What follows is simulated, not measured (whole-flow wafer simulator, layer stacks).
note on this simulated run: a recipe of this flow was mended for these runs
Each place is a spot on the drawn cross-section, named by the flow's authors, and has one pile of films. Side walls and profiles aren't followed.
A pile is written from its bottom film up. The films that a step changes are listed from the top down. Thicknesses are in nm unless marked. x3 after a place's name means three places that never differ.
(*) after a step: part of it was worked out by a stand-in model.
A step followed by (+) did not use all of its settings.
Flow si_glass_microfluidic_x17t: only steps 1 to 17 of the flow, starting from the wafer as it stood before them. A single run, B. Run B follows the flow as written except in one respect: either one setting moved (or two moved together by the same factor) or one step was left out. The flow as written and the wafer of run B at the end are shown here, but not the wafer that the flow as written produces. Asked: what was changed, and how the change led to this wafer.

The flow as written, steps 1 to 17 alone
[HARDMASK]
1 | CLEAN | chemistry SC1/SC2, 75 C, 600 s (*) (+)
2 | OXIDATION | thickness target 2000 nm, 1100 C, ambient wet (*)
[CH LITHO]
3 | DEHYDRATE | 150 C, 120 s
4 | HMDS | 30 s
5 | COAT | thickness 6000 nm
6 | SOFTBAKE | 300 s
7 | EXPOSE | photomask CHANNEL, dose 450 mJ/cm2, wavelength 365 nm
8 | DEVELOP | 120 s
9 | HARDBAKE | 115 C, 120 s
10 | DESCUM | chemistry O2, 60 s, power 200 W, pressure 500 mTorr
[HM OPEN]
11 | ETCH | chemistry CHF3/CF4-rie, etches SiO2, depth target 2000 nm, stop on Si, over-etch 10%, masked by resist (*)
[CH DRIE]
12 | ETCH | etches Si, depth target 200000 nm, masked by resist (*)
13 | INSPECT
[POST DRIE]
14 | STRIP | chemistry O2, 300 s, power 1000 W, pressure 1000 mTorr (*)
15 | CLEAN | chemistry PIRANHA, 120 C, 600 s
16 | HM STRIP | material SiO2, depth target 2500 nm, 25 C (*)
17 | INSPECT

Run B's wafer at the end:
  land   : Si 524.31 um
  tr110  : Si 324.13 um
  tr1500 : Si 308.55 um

The reason: step 2, OXIDATION: thickness target 1568 nm was run, though the flow has thickness target 2000 nm.

Step by step, how the change led to this:
  2 | OXIDATION | thickness target 2000 nm, 1100 C, ambient wet (*)
      land, tr110, tr1500, tr15: +1568 SiO2 (new film), -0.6 chemical SiO2 (all of it), -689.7 Si (as written it would have been: +2000 SiO2 (new film), -0.6 chemical SiO2 (all of it), -879.7 Si)
  11 | ETCH | chemistry CHF3/CF4-rie, etches SiO2, depth target 2000 nm, stop on Si, over-etch 10%, masked by resist (*)
      tr110, tr1500, tr15: -1568 SiO2 (all of it), -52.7 Si (as written it would have been: -2000 SiO2 (all of it), -16.7 Si)
      land: -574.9 thick-i-line-resist (as written it would have been: -733.3 thick-i-line-resist)
  12 | ETCH | etches Si, depth target 200000 nm, masked by resist (*)
      tr1500: -215.7 um Si (as written it would have been: -215.73 um Si)
      tr15: -150.08 um Si (as written it would have been: -149.99 um Si)
  14 | STRIP | chemistry O2, 300 s, power 1000 W, pressure 1000 mTorr (*)
      land: -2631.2 thick-i-line-resist (all of it) (as written it would have been: -2472.3 thick-i-line-resist (all of it))
  16 | HM STRIP | material SiO2, depth target 2500 nm, 25 C (*)
      land: -1568 SiO2 (all of it) (as written it would have been: -2000 SiO2 (all of it))
